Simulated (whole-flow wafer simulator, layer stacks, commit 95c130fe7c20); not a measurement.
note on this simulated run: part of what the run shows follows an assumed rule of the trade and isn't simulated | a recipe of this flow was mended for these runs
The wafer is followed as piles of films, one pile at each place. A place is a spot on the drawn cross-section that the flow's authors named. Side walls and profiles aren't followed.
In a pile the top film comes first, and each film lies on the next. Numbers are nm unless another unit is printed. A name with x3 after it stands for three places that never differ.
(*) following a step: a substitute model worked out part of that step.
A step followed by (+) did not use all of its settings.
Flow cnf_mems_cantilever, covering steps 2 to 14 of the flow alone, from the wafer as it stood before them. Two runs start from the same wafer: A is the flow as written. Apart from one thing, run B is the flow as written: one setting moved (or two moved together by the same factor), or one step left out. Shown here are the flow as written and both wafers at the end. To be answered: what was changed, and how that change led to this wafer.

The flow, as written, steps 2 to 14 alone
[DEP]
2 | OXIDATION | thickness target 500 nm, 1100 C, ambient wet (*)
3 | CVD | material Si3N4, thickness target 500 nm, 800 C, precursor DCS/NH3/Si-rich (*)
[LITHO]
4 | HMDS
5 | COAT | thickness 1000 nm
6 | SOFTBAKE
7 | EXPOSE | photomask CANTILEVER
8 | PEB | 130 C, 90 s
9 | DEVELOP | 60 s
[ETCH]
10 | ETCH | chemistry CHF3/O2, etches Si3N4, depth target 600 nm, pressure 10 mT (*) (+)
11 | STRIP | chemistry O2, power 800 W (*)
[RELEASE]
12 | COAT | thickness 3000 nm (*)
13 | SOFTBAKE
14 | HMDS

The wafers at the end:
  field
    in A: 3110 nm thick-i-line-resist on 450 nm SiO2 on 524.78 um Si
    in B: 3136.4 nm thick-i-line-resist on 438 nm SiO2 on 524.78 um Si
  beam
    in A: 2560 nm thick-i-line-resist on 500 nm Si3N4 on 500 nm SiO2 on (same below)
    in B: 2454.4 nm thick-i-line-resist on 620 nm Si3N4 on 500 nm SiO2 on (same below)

Cause: step 3, CVD: thickness target 620 nm was run, whereas the flow has thickness target 500 nm; step 10, ETCH: depth target 744 nm was run, where the flow has depth target 600 nm.
One can read it off the wafer: beam has Si3N4 620, and step 3 as written asks for 500 nm.

Step by step, how the change led to this:
  3 | CVD | material Si3N4, thickness target 500 nm, 800 C, precursor DCS/NH3/Si-rich (*)
      field, beam: A +500 Si3N4 (new film) | B +620 Si3N4 (new film)
  10 | ETCH | chemistry CHF3/O2, etches Si3N4, depth target 600 nm, pressure 10 mT (*) (+)
      field: A -500 Si3N4 (all of it), -50 SiO2 | B -620 Si3N4 (all of it), -62 SiO2
      beam: A -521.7 KrF-resist | B -647 KrF-resist
  11 | STRIP | chemistry O2, power 800 W (*)
      beam: A -460.9 KrF-resist (all of it) | B -335.7 KrF-resist (all of it)
  12 | COAT | thickness 3000 nm (*)
      beam: A +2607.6 thick-i-line-resist (new film) | B +2516.1 thick-i-line-resist (new film)
  13 | SOFTBAKE
      field: A +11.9 thick-i-line-resist | B +15.4 thick-i-line-resist
      beam: A -47.6 thick-i-line-resist | B -61.7 thick-i-line-resist
